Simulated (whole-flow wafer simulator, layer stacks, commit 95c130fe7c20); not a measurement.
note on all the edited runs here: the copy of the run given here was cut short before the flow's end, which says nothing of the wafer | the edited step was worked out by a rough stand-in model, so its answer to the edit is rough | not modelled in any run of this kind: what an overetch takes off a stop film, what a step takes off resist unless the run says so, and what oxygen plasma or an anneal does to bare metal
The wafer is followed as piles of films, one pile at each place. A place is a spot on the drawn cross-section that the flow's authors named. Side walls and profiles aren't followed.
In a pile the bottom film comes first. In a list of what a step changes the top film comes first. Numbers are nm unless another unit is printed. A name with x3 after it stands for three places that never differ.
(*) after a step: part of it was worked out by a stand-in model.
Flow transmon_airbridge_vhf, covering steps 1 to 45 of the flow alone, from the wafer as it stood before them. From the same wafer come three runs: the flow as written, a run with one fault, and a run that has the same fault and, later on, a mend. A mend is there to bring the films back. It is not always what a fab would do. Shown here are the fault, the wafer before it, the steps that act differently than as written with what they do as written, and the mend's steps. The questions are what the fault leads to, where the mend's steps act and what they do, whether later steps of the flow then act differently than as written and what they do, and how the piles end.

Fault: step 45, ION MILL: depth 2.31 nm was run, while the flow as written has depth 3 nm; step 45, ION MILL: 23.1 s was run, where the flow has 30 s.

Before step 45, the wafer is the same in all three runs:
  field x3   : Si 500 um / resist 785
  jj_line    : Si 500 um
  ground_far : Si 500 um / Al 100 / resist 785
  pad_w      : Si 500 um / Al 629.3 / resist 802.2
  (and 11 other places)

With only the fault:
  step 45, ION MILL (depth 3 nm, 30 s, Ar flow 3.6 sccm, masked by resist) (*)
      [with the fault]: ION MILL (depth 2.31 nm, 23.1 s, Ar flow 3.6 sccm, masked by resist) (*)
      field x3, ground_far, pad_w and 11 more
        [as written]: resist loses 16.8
        [with the fault]: resist loses 12.9
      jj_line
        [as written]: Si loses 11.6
        [with the fault]: Si loses 8.96
  None of the later steps of the flow acts differently than as written at any place that is followed.
  When the end is reached, the piles differ only a little from the flow's at the places that both follow, at most by 2% or 0.5 nm, whichever is larger.

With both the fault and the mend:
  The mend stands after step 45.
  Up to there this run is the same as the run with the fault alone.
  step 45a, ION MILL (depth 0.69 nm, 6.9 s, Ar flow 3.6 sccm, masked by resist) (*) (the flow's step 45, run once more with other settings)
      field x3, ground_far, pad_w and 11 more
        resist loses 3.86
      jj_line
        Si loses 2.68
  None of the later steps of the flow acts differently than as written at any place that is followed.
  The piles end the same as the flow's at every place that both follow.
